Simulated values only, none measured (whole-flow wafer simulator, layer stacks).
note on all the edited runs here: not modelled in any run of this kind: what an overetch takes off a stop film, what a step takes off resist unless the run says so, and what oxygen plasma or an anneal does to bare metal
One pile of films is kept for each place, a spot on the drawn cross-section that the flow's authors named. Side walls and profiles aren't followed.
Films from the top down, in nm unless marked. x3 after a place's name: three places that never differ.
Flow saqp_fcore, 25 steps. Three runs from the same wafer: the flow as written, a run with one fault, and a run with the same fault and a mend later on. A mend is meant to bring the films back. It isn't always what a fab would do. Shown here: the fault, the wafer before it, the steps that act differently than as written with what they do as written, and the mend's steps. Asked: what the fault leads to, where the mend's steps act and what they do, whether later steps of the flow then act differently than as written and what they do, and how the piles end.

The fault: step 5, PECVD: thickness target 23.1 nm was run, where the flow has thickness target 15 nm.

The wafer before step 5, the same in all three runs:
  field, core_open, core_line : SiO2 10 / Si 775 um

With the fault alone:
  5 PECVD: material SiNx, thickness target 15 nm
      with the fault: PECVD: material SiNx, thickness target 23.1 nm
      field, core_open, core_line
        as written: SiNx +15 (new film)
        with the fault: SiNx +23.1 (new film)
  No later step of the flow acts differently than as written at any place that is followed.
  At the end the piles differ from the flow's by more than 2% or 0.5 nm, whichever is larger, at field, core_open, core_line.
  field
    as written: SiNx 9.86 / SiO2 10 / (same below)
    with the fault: SiNx 18 / SiO2 10 / (same below)
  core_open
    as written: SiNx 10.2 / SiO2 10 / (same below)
    with the fault: SiNx 18.3 / SiO2 10 / (same below)
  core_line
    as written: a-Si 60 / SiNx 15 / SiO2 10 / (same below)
    with the fault: a-Si 60 / SiNx 23.1 / SiO2 10 / (same below)

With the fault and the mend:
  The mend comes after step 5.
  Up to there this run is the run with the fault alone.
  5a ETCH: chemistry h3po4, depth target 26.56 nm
      field, core_open, core_line
        SiNx -23.1 (all of it)
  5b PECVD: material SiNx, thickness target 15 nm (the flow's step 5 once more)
      field, core_open, core_line
        SiNx +15 (new film)
  No later step of the flow acts differently than as written at any place that is followed.
  At the end the piles are the same as the flow's at every place that both follow.
